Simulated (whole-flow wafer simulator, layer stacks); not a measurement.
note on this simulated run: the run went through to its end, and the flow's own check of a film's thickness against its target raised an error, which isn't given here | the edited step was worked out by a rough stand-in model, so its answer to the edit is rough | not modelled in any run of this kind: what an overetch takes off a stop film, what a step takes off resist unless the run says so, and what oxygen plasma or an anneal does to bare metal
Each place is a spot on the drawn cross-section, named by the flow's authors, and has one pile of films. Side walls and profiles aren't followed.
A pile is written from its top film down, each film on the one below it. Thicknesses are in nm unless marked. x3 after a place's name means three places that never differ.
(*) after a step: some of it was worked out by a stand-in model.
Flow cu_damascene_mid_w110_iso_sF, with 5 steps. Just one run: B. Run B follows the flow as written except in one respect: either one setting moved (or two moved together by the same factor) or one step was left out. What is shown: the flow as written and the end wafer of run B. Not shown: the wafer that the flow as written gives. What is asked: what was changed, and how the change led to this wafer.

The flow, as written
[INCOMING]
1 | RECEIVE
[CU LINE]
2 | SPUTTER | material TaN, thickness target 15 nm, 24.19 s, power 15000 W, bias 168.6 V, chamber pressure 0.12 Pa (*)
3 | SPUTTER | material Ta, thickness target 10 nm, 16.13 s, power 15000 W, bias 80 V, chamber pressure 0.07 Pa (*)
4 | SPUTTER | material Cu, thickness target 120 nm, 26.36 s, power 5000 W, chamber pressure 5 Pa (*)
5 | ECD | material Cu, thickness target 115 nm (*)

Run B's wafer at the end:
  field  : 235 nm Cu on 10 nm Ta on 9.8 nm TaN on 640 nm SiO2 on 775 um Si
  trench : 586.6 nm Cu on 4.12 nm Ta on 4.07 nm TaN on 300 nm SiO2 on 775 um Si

Cause: step 2, SPUTTER: thickness target 9.8 nm was run, though the flow has thickness target 15 nm; step 2, SPUTTER: 15.72 s was run, where the flow has 24.19 s.
The wafer itself shows it: field has TaN 9.8, and step 2 as written asks for 15 nm.

How this came from the change, step by step:
  2 | SPUTTER | material TaN, thickness target 15 nm, 24.19 s, power 15000 W, bias 168.6 V, chamber pressure 0.12 Pa (*)
      field: +9.8 TaN (new film) (in the flow as written it would be: +15 TaN (new film))
      trench: +4.07 TaN (new film) (in the flow as written it would be: +6.23 TaN (new film))
